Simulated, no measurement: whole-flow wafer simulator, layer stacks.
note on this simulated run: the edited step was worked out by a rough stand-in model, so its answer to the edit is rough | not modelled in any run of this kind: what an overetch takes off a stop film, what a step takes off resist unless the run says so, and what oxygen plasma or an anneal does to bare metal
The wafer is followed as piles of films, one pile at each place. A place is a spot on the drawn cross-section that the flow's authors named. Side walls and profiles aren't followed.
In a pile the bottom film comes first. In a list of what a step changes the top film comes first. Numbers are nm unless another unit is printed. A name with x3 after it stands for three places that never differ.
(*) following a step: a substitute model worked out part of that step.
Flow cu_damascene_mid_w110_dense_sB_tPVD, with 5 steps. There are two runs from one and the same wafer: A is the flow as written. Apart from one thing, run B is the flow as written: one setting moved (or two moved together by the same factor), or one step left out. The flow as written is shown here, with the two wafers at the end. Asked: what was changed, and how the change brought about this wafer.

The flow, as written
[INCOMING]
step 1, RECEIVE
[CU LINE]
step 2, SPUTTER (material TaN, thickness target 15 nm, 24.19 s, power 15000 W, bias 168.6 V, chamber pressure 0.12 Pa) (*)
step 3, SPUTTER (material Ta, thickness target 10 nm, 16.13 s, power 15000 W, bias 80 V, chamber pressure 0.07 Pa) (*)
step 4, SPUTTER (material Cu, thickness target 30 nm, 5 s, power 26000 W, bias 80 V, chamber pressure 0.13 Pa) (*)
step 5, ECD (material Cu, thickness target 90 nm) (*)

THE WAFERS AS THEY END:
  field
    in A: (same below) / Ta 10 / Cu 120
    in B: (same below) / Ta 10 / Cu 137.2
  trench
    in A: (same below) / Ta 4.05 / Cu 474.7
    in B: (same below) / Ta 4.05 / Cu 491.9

The reason: step 4, SPUTTER: thickness target 47.2 nm was run, though the flow has thickness target 30 nm; step 4, SPUTTER: 7.88 s was run, where the flow has 5 s.

Step by step, how the change led to this:
  step 4, SPUTTER (material Cu, thickness target 30 nm, 5 s, power 26000 W, bias 80 V, chamber pressure 0.13 Pa) (*)
      field: A +30 Cu (new film) | B +47.2 Cu (new film)
      trench: A +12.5 Cu (new film) | B +19.6 Cu (new film)
  step 5, ECD (material Cu, thickness target 90 nm) (*)
      trench: A +462.2 Cu | B +472.3 Cu
